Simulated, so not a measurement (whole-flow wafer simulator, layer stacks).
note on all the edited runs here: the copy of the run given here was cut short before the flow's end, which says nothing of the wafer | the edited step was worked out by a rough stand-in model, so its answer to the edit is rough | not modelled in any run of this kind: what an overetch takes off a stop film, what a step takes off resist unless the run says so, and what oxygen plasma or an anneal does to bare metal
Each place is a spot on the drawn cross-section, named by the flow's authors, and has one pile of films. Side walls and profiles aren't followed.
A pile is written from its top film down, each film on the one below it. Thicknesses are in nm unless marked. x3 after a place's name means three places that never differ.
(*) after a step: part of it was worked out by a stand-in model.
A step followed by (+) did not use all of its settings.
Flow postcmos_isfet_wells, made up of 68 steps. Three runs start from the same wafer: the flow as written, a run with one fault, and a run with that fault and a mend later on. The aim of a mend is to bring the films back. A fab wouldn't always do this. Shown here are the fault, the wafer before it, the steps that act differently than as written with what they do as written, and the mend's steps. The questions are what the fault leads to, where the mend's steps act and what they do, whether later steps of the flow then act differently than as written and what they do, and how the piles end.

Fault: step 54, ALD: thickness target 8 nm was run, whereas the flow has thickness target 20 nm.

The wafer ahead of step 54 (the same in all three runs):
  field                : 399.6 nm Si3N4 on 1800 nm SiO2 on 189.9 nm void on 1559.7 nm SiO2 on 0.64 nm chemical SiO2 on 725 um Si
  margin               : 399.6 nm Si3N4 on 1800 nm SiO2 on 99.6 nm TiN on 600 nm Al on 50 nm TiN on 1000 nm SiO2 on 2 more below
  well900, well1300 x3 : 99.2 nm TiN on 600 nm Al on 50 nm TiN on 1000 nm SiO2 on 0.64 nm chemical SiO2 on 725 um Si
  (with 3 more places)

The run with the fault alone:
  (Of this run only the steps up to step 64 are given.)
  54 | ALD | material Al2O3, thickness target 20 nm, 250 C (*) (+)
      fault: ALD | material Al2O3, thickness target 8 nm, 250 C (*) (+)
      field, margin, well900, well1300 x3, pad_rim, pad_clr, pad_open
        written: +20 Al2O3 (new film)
        fault: +8 Al2O3 (new film)
  Later steps of the flow acting differently than as written (3 more steps, not shown, differ only slightly: by at most 2% or 0.5 nm, whichever is larger):
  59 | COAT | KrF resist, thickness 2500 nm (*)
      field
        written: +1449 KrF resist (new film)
        fault: +1419.4 KrF resist (new film)
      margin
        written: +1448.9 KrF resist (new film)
        fault: +1419.3 KrF resist (new film)
  After step 64, at field, margin, pad_rim, pad_clr, pad_open, the piles differ from the flow's by more than 2% or 0.5 nm, whichever is larger.
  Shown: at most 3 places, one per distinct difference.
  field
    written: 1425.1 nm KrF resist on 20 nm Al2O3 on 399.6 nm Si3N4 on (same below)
    fault: 1395.7 nm KrF resist on 8 nm Al2O3 on 399.6 nm Si3N4 on (same below)
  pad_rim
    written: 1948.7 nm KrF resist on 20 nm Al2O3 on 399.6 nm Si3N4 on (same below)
    fault: 1948.7 nm KrF resist on 8 nm Al2O3 on 399.6 nm Si3N4 on (same below)
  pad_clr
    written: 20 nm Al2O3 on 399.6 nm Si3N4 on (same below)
    fault: 8 nm Al2O3 on 399.6 nm Si3N4 on (same below)

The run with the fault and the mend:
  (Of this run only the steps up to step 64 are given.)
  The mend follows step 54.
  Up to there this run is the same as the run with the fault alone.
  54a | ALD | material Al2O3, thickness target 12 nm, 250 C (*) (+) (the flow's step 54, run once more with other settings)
      field, margin, well900, well1300 x3, pad_rim, pad_clr, pad_open
        +12 Al2O3
  Later steps of the flow up to step 64 that are run all act as written at every place that is followed.
  The piles after step 64 are the same as the flow's at every place that both follow.
